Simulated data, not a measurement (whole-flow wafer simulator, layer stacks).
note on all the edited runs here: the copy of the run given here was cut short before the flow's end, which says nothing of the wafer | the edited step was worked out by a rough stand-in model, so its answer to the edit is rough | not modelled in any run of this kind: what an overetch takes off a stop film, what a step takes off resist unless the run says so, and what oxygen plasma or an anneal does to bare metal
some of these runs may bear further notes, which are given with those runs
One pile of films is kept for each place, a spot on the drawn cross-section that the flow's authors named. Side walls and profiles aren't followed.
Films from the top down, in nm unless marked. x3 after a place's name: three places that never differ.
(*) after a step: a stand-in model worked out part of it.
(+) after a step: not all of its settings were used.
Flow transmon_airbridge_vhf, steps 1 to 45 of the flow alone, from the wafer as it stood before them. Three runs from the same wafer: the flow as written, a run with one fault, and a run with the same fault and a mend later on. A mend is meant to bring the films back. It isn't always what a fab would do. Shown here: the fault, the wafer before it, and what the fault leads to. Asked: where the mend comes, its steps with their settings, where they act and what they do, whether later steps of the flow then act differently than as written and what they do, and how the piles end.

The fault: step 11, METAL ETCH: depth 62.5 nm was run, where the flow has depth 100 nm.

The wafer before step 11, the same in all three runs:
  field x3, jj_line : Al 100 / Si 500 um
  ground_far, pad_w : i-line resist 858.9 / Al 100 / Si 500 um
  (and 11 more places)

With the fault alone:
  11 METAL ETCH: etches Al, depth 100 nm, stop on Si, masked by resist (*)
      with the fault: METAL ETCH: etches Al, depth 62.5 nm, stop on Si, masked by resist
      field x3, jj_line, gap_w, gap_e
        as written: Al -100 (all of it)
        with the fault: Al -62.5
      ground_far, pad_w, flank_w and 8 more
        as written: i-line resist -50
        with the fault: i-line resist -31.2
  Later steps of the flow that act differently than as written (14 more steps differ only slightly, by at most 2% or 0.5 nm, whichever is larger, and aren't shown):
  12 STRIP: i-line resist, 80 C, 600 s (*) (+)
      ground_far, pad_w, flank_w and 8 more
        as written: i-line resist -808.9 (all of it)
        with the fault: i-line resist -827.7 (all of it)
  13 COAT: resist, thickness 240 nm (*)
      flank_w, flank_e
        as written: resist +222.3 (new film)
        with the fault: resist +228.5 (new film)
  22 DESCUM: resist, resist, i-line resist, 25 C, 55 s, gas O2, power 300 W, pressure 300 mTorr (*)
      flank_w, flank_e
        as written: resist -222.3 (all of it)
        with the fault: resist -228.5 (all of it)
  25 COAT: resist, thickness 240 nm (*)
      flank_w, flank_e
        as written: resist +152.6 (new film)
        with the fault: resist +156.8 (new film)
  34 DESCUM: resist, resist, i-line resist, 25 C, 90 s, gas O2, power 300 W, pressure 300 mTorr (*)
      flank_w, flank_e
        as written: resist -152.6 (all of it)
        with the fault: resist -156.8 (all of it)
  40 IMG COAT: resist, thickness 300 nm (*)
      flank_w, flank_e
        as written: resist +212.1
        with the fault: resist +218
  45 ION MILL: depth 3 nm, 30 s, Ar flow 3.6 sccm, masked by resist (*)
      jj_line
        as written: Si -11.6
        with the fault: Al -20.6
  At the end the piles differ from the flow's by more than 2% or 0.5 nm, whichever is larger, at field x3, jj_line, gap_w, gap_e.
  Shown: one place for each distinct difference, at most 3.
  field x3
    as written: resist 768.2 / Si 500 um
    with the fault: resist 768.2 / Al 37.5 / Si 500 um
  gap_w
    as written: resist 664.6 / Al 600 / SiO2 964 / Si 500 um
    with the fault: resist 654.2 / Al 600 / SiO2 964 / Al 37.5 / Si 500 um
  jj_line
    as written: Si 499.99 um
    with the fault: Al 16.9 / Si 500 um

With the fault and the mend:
  The mend comes after step 11.
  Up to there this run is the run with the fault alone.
  11a METAL ETCH: etches Al, depth 37.5 nm, stop on Si, masked by resist (*) (the flow's step 11 once more, with other settings)
      ground_far, pad_w, flank_w and 8 more
        i-line resist -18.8
      field x3, jj_line, gap_w, gap_e
        Al -37.5 (all of it)
  No later step of the flow acts differently than as written at any place that is followed.
  At the end the piles are the same as the flow's at every place that both follow.
